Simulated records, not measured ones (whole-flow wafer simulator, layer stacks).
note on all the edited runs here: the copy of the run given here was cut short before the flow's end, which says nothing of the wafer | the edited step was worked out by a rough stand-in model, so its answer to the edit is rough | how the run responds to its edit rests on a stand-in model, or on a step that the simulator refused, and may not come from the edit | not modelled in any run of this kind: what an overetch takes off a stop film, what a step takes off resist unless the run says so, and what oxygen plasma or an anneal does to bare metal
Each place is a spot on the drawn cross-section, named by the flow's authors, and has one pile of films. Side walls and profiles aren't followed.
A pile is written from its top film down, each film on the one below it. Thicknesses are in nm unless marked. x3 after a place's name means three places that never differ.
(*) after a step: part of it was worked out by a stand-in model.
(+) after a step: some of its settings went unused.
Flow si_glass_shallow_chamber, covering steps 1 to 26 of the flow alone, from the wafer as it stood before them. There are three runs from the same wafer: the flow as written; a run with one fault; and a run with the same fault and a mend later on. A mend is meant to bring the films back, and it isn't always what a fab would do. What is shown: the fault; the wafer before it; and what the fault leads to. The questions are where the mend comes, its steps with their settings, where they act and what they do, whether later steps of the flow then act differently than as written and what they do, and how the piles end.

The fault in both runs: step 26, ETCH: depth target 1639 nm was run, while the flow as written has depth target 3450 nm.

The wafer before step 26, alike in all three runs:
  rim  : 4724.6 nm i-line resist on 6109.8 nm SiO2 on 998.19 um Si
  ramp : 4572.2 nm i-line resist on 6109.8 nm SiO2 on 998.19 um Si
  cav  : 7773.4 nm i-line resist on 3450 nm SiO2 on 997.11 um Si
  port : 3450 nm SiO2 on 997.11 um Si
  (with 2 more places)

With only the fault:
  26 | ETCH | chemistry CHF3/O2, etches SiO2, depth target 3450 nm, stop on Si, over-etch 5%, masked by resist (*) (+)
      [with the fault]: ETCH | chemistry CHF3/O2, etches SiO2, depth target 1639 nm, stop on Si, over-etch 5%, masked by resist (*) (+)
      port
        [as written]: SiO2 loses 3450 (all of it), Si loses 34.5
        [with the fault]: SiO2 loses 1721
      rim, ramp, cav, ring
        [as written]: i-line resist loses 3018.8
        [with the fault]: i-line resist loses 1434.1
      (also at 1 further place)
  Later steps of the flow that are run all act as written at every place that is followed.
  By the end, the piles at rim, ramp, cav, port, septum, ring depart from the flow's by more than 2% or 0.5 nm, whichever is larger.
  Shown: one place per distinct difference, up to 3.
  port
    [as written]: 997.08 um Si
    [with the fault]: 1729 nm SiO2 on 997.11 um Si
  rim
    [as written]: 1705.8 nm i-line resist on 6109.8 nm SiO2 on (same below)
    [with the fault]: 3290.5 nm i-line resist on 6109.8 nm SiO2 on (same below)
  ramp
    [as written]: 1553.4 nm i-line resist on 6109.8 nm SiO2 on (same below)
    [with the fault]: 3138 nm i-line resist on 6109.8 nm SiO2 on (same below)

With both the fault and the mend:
  The mend stands after step 26.
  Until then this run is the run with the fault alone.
  26a | ETCH | chemistry CHF3/O2, etches SiO2, depth target 1811 nm, stop on Si, over-etch 5%, masked by resist (*) (the flow's step 26 again, with other settings)
      rim, ramp, cav, septum, ring
        i-line resist loses 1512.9
      port
        SiO2 loses 1729 (all of it), Si loses 34.5
  Later steps of the flow that are run all act as written at every place that is followed.
  By the end, the piles at rim, ramp depart from the flow's by more than 2% or 0.5 nm, whichever is larger.
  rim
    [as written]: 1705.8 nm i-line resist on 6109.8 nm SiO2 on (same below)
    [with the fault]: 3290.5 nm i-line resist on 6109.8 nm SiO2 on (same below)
    [with the mend]: 1777.5 nm i-line resist on 6109.8 nm SiO2 on (same below)
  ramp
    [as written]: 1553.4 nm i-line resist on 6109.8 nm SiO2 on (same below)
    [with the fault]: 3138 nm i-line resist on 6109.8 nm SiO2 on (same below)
    [with the mend]: 1625.1 nm i-line resist on 6109.8 nm SiO2 on (same below)
